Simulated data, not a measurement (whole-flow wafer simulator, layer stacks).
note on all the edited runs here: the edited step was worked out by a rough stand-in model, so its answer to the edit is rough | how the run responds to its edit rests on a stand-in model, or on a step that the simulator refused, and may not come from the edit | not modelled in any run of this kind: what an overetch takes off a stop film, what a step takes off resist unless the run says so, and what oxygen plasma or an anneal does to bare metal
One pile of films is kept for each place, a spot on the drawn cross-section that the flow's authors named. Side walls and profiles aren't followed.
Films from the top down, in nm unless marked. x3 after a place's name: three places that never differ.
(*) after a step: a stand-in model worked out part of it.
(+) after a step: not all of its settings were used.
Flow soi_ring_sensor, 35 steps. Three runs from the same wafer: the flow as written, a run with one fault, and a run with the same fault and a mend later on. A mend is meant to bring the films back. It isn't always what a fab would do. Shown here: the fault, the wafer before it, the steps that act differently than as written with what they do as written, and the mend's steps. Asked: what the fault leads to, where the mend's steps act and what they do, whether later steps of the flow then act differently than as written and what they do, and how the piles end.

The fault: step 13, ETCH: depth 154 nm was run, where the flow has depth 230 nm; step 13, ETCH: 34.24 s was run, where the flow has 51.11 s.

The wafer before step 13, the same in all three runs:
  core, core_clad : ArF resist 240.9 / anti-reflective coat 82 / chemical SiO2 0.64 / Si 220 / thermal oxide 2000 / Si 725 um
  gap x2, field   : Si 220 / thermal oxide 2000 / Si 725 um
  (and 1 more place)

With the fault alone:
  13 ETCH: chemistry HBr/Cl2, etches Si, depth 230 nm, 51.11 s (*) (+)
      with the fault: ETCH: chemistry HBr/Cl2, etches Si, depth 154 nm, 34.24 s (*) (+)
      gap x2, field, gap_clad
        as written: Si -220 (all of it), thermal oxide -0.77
        with the fault: Si -154
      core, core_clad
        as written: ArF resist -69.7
        with the fault: ArF resist -46.7
  Later steps of the flow that act differently than as written (1 more step differs only slightly, by at most 2% or 0.5 nm, whichever is larger, and isn't shown):
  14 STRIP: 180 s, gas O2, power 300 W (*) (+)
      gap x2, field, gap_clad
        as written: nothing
        with the fault: chemical SiO2 +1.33 (new film), Si -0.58
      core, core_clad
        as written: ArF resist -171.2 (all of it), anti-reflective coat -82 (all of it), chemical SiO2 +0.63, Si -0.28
        with the fault: ArF resist -194.2 (all of it), anti-reflective coat -82 (all of it), chemical SiO2 +0.62, Si -0.27
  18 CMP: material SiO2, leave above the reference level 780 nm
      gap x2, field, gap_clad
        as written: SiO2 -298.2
        with the fault: SiO2 -365.8
  At the end the piles differ from the flow's by more than 2% or 0.5 nm, whichever is larger, at field.
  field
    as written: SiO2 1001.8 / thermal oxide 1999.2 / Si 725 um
    with the fault: SiO2 934.2 / chemical SiO2 1.33 / Si 65.4 / thermal oxide 2000 / Si 725 um

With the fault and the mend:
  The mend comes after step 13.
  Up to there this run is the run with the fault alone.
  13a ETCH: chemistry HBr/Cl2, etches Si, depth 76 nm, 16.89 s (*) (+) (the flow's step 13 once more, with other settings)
      gap x2, field, gap_clad
        Si -66 (all of it), thermal oxide -0.77
      core, core_clad
        ArF resist -23
  No later step of the flow acts differently than as written at any place that is followed.
  At the end the piles are the same as the flow's at every place that both follow.
